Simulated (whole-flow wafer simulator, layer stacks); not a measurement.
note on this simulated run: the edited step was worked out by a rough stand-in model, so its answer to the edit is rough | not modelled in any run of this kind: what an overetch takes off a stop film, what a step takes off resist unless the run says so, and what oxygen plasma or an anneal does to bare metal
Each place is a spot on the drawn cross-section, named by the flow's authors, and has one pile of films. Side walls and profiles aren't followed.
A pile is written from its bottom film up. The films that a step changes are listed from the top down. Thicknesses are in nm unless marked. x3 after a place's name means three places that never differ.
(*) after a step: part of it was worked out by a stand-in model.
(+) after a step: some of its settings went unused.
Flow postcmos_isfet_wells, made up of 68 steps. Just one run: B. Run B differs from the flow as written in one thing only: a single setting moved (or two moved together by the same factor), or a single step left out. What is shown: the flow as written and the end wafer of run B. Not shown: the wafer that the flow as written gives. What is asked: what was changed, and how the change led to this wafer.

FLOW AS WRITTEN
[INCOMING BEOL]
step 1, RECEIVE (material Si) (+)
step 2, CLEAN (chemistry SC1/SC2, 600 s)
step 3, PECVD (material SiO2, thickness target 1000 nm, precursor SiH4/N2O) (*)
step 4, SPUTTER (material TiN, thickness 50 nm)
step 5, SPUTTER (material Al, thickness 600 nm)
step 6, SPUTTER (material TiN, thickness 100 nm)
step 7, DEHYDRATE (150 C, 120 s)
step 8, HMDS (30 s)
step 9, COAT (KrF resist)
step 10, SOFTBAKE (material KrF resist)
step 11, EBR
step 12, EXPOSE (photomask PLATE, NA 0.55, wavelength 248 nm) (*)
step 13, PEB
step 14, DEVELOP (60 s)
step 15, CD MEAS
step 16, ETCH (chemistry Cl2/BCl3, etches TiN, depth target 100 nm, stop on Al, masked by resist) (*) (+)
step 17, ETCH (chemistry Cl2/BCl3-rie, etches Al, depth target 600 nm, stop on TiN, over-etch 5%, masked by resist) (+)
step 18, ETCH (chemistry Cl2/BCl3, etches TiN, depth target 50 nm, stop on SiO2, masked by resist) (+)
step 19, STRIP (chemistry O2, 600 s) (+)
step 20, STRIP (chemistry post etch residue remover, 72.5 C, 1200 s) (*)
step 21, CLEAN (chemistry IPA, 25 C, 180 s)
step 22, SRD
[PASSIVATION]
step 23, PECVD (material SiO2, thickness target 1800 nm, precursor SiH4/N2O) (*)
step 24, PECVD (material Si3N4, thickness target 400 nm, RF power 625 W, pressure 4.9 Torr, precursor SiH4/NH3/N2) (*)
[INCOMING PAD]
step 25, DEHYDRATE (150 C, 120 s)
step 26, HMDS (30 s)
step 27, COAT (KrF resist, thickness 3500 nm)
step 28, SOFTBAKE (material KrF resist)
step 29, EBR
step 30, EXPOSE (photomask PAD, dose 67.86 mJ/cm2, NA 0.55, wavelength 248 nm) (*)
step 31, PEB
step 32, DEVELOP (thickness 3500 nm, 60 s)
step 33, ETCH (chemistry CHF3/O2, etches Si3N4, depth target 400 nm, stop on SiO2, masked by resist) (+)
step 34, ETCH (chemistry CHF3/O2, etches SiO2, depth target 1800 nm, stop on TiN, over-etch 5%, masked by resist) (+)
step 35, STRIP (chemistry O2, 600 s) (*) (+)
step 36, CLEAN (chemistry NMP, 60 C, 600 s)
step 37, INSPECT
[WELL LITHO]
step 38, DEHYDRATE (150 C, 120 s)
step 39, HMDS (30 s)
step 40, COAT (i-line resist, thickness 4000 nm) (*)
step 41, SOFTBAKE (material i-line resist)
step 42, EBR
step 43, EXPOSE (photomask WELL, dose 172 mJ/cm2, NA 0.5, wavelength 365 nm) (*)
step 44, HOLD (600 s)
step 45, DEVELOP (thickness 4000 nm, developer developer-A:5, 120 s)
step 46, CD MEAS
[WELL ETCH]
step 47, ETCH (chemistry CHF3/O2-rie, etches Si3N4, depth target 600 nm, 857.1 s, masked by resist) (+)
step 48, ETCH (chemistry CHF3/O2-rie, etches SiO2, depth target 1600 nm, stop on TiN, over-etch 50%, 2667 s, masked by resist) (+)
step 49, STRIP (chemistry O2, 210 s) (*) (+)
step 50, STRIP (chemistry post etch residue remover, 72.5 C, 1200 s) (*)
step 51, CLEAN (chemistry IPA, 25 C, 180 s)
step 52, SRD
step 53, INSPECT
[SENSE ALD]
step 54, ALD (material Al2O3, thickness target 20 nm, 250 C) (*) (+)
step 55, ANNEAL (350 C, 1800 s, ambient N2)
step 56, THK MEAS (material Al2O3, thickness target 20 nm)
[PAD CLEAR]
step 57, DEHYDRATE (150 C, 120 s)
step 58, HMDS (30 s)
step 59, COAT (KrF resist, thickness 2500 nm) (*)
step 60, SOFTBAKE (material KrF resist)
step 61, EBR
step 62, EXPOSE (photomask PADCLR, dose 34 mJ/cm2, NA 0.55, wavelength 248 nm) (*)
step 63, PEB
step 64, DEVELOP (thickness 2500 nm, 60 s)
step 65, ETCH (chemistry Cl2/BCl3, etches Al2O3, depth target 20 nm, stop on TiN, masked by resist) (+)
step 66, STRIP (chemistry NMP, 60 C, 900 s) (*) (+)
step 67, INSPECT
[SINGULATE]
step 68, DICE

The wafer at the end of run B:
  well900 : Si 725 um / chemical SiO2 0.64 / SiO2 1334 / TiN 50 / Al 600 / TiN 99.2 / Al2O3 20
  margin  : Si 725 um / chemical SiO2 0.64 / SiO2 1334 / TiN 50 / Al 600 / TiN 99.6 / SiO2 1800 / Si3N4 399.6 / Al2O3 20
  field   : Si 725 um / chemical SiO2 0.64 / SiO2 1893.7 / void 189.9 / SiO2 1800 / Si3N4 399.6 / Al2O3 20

Cause: step 3, PECVD: thickness target 1334 nm was run, while the flow as written has thickness target 1000 nm.
The wafer itself shows it: well900 has SiO2 1334, and step 3 as written asks for 1000 nm.

The path from the change to this, step by step:
  step 3, PECVD (material SiO2, thickness target 1000 nm, precursor SiH4/N2O) (*)
      field, margin, well900, well1300 x3, pad_rim, pad_clr, pad_open: +1334 SiO2 (new film) (as written it would have been: +1000 SiO2 (new film))
